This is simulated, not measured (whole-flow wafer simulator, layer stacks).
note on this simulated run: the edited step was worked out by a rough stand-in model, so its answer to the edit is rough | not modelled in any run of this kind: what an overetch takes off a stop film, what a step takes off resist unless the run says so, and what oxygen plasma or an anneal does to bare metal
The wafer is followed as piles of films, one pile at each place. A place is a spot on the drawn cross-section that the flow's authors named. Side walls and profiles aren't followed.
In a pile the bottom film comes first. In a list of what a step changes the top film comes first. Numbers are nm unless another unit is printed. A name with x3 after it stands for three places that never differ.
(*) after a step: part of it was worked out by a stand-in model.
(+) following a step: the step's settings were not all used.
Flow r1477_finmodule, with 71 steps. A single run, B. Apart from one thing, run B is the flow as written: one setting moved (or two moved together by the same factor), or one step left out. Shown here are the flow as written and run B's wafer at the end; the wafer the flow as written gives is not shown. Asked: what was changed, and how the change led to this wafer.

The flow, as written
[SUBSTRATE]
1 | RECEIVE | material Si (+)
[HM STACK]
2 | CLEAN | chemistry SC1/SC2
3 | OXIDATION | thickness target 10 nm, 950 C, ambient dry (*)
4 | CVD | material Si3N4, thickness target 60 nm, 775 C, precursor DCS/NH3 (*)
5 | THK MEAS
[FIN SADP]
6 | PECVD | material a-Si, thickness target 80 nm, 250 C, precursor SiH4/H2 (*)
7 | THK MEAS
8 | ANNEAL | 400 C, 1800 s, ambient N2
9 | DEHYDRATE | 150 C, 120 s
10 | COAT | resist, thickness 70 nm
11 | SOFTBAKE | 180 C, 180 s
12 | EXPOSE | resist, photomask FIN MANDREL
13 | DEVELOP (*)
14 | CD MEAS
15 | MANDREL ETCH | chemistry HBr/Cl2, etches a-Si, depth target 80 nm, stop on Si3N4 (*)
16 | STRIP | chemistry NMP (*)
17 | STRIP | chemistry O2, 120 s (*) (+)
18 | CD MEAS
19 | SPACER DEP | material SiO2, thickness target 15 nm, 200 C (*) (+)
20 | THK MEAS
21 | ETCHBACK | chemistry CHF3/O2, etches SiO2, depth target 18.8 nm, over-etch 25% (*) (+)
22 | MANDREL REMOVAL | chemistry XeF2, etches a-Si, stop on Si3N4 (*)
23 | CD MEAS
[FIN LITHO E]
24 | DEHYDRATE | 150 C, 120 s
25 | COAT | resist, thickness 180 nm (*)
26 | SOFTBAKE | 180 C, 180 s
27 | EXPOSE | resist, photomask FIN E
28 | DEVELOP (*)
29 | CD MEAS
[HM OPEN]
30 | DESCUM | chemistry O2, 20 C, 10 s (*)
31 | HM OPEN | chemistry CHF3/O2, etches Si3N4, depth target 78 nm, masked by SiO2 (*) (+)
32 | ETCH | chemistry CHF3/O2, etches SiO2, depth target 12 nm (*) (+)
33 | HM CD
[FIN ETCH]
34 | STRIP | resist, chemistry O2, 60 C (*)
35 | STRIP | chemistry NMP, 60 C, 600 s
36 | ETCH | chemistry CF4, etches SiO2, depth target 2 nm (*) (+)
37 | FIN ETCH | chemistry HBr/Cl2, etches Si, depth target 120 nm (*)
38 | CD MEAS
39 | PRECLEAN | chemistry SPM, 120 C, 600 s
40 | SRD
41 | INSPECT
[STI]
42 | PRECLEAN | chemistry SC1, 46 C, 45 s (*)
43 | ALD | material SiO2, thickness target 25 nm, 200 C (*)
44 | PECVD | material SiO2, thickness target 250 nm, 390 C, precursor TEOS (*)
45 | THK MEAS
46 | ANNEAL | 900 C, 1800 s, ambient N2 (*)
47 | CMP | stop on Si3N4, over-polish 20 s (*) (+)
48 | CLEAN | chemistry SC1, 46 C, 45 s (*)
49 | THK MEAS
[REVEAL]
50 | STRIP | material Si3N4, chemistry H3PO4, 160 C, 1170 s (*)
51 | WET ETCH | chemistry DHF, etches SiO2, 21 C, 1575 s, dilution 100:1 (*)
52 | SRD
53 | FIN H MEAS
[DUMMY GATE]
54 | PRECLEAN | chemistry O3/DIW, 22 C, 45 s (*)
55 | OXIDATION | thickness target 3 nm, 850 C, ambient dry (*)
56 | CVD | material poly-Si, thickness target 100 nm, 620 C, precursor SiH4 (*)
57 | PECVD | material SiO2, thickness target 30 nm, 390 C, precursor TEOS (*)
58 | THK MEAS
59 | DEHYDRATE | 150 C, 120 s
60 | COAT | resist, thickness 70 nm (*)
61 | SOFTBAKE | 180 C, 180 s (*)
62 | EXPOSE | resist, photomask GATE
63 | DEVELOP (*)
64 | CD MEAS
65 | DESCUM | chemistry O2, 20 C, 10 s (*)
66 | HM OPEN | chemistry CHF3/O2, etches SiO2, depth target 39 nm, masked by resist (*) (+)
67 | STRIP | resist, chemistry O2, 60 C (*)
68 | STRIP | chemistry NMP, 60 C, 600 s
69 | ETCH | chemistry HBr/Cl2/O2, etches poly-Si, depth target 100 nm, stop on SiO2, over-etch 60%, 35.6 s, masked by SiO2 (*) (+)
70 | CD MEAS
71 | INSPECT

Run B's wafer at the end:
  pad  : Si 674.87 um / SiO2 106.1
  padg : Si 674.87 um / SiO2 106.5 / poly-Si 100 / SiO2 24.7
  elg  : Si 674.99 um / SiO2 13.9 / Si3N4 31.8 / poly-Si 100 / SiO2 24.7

The reason: step 3, OXIDATION: thickness target 13.9 nm was run, whereas the flow has thickness target 10 nm.
The wafer itself shows it: elg has SiO2 13.9, and step 3 as written asks for 10 nm.

The path from the change to this, step by step:
  3 | OXIDATION | thickness target 10 nm, 950 C, ambient dry (*)
      pad, padg, elg and 33 more: SiO2 gains 13.9 (new film), chemical SiO2 loses 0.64 (all of it), Si loses 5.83 (it would be, as written: SiO2 gains 10 (new film), chemical SiO2 loses 0.64 (all of it), Si loses 4.12)
  31 | HM OPEN | chemistry CHF3/O2, etches Si3N4, depth target 78 nm, masked by SiO2 (*) (+)
      pad, padg, esg and 13 more: Si3N4 loses 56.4 (all of it), SiO2 loses 10.8 (it would be, as written: Si3N4 loses 56.4 (all of it), SiO2 loses 10 (all of it))
  32 | ETCH | chemistry CHF3/O2, etches SiO2, depth target 12 nm (*) (+)
      pad, padg, e40sg and 11 more: SiO2 loses 3.09 (all of it), Si loses 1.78 (it would be, as written: Si loses 2.4)
      esg, eso: SiO2 loses 3.09 (all of it), Si loses 1.78 (it would be, as written: Si loses 1.77)
      (also at 6 further places)
  47 | CMP | stop on Si3N4, over-polish 20 s (*) (+)
      pad, padg, e40sg and 11 more: SiO2 loses 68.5 (it would be, as written: SiO2 loses 71.8)
      eso: SiO2 loses 68.5 (it would be, as written: SiO2 loses 72.4)
  51 | WET ETCH | chemistry DHF, etches SiO2, 21 C, 1575 s, dilution 100:1 (*)
      s40sg_line, s45sg_line, s50sg_line, s40so_line, s45so_line, s50so_line: SiO2 loses 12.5 (all of it) (it would be, as written: SiO2 loses 8.63 (all of it))
  56 | CVD | material poly-Si, thickness target 100 nm, 620 C, precursor SiH4 (*)
      s40cg, s40co: poly-Si gains 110 (new film) (it would be, as written: poly-Si gains 113.9 (new film))
      s45cg, s45co: poly-Si gains 109.5 (new film) (it would be, as written: poly-Si gains 113.4 (new film))
      (also at 2 further places)
  60 | COAT | resist, thickness 70 nm (*)
      s40sg, s40so: resist gains 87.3 (new film) (it would be, as written: resist gains 91 (new film))
      s45sg, s45so: resist gains 87.2 (new film) (it would be, as written: resist gains 91 (new film))
      (also at 2 further places)
  63 | DEVELOP (*)
      s40so: resist loses 87.3 (all of it) (it would be, as written: resist loses 91 (all of it))
      s45so: resist loses 87.2 (all of it) (it would be, as written: resist loses 91 (all of it))
      (also at 1 further place)
  67 | STRIP | resist, chemistry O2, 60 C (*)
      s40sg: resist loses 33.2 (all of it) (it would be, as written: resist loses 36.9 (all of it))
      s45sg: resist loses 33.1 (all of it) (it would be, as written: resist loses 36.9 (all of it))
      (also at 1 further place)
  69 | ETCH | chemistry HBr/Cl2/O2, etches poly-Si, depth target 100 nm, stop on SiO2, over-etch 60%, 35.6 s, masked by SiO2 (*) (+)
      s40co: chemical SiO2 loses 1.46 (all of it), poly-Si loses 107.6 (all of it), SiO2 loses 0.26 (it would be, as written: chemical SiO2 loses 1.46 (all of it), poly-Si loses 111.5 (all of it), SiO2 loses 0.24)
      s45co: chemical SiO2 loses 1.46 (all of it), poly-Si loses 107 (all of it), SiO2 loses 0.26 (it would be, as written: chemical SiO2 loses 1.46 (all of it), poly-Si loses 110.9 (all of it), SiO2 loses 0.25)
      (also at 1 further place)
